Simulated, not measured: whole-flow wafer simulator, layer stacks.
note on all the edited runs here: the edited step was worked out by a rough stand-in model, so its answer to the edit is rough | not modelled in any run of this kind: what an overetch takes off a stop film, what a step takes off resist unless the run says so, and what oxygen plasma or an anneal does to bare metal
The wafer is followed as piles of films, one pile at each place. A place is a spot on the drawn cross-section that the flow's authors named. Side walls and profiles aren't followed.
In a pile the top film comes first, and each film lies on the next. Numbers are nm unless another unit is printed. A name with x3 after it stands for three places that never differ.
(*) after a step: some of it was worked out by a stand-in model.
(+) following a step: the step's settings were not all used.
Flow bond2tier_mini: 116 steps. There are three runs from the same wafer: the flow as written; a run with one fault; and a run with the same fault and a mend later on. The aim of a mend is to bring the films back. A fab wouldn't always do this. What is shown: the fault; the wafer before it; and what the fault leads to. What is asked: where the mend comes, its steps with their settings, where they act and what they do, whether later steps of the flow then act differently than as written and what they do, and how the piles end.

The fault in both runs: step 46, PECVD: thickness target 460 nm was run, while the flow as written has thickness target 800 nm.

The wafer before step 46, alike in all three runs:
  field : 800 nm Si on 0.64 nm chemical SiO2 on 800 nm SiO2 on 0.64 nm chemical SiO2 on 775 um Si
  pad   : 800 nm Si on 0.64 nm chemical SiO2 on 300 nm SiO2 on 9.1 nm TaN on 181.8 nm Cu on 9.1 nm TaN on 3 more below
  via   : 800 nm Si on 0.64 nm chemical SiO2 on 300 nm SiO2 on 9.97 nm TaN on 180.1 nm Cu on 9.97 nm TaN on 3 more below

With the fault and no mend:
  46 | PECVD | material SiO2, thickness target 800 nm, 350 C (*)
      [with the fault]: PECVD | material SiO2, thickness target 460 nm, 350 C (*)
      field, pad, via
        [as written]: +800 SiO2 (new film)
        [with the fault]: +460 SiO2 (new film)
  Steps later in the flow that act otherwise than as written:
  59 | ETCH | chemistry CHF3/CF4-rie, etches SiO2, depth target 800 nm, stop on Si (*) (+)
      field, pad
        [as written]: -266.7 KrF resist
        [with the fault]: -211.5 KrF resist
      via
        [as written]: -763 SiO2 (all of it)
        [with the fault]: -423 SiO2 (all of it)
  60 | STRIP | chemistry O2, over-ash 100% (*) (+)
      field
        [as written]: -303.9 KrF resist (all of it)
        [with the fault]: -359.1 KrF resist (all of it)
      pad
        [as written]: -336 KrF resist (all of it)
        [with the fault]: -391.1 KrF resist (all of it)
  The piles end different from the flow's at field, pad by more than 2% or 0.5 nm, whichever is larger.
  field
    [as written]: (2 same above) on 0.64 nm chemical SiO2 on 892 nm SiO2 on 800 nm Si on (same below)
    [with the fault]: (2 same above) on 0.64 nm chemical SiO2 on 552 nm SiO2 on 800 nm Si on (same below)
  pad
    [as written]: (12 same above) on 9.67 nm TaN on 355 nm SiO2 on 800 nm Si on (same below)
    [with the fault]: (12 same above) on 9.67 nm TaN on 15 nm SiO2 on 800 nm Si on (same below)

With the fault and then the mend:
  After step 46 comes the mend.
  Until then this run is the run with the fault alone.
  46a | PECVD | material SiO2, thickness target 340 nm, 350 C (*) (the flow's step 46 again, with other settings)
      field, pad, via
        +340 SiO2
  Later steps of the flow that are run all act as written at every place that is followed.
  At every place that both follow, the piles at the end match the flow's.
